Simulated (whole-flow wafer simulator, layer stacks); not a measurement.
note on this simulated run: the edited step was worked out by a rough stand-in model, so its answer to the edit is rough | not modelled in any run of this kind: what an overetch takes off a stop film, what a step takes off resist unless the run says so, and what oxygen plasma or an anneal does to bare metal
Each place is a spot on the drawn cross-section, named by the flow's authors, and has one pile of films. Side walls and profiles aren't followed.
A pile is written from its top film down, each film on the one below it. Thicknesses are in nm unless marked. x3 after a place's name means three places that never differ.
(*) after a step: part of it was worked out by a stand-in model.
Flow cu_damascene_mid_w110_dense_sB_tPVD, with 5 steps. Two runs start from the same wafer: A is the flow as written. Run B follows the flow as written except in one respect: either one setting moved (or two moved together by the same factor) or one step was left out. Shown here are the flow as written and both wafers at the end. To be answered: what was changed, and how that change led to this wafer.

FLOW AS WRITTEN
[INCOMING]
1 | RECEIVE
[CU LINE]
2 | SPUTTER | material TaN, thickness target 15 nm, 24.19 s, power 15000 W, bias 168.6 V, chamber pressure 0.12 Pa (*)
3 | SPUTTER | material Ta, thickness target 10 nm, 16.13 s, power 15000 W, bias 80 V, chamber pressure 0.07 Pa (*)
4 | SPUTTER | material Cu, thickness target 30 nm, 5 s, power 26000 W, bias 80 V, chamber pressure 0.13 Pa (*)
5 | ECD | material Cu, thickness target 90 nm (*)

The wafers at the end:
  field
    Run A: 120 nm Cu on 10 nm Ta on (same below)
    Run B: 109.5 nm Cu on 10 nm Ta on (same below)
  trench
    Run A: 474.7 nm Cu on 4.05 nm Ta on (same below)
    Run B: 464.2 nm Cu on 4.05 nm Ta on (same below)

What caused this: step 4, SPUTTER: thickness target 19.5 nm was run, though the flow has thickness target 30 nm; step 4, SPUTTER: 3.25 s was run, where the flow has 5 s.

How this came from the change, step by step:
  4 | SPUTTER | material Cu, thickness target 30 nm, 5 s, power 26000 W, bias 80 V, chamber pressure 0.13 Pa (*)
      field: A +30 Cu (new film) | B +19.5 Cu (new film)
      trench: A +12.5 Cu (new film) | B +8.11 Cu (new film)
